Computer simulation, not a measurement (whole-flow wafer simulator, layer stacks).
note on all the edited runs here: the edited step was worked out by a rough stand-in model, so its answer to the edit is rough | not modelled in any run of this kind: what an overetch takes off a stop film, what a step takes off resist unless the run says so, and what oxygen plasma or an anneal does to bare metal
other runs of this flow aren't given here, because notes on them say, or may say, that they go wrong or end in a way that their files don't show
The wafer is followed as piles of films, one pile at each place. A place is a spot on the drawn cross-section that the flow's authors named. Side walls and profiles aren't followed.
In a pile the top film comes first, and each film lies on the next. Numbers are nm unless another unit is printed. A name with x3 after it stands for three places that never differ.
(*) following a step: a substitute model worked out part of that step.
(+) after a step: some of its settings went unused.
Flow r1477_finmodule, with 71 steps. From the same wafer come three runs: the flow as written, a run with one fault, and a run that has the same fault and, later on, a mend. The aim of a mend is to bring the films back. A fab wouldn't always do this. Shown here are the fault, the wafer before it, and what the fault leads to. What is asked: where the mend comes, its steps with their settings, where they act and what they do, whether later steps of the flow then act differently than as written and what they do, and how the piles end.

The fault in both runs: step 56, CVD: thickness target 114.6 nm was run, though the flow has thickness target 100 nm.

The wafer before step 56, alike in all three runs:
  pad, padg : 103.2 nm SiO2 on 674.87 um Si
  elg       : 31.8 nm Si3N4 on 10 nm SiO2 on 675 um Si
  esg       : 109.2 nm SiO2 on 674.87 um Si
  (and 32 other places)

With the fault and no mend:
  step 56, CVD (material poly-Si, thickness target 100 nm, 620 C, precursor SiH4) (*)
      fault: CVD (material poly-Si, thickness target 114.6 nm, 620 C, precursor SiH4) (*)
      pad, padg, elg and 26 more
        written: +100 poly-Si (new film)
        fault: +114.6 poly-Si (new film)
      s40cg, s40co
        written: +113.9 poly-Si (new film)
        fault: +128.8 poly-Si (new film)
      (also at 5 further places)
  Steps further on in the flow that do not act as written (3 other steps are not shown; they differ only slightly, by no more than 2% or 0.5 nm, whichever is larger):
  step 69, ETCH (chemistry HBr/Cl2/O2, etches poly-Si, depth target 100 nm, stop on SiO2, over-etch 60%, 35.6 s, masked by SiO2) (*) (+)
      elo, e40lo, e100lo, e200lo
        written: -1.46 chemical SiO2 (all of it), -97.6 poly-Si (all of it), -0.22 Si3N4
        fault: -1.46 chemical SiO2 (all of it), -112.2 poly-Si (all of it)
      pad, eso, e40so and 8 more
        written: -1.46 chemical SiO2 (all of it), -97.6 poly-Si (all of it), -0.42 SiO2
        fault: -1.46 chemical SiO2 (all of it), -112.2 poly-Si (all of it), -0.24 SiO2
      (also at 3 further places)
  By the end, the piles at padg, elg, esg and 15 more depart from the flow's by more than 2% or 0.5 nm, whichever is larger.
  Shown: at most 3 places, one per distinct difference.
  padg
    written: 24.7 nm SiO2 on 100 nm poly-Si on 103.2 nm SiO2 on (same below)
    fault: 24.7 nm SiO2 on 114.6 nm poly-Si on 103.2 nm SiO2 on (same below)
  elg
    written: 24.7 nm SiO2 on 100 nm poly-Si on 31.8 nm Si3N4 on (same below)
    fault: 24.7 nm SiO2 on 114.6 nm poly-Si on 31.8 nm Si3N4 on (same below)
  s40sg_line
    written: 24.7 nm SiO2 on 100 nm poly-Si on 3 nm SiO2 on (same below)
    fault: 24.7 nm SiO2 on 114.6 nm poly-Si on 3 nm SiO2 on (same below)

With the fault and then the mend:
  After step 56 comes the mend.
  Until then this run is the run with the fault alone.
  step 56a, ETCH (chemistry tmah, depth target 204.5 nm)
      pad, padg, elg and 26 more
        -114.6 poly-Si (all of it)
      s40cg, s40co
        -128.8 poly-Si (all of it)
      s45cg, s45co
        -128.3 poly-Si (all of it)
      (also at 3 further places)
  step 56b, CLEAN (chemistry SC1, 46 C, 45 s) (*) (a further turn of the flow's step 48)
      s40sg_line, s45sg_line, s50sg_line, s40so_line, s45so_line, s50so_line
        -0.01 SiO2
  step 56c, CVD (material poly-Si, thickness target 100 nm, 620 C, precursor SiH4) (*) (a further turn of the flow's step 56)
      pad, padg, elg and 26 more
        +100 poly-Si (new film)
      s40cg, s40co
        +113.9 poly-Si (new film)
      s45cg, s45co
        +113.4 poly-Si (new film)
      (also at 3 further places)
  Every later step of the flow that is run acts as written, at every place that is followed, to within 2% or 0.5 nm, whichever is larger.
  When the end is reached, the piles differ only a little from the flow's at the places that both follow, at most by 2% or 0.5 nm, whichever is larger.
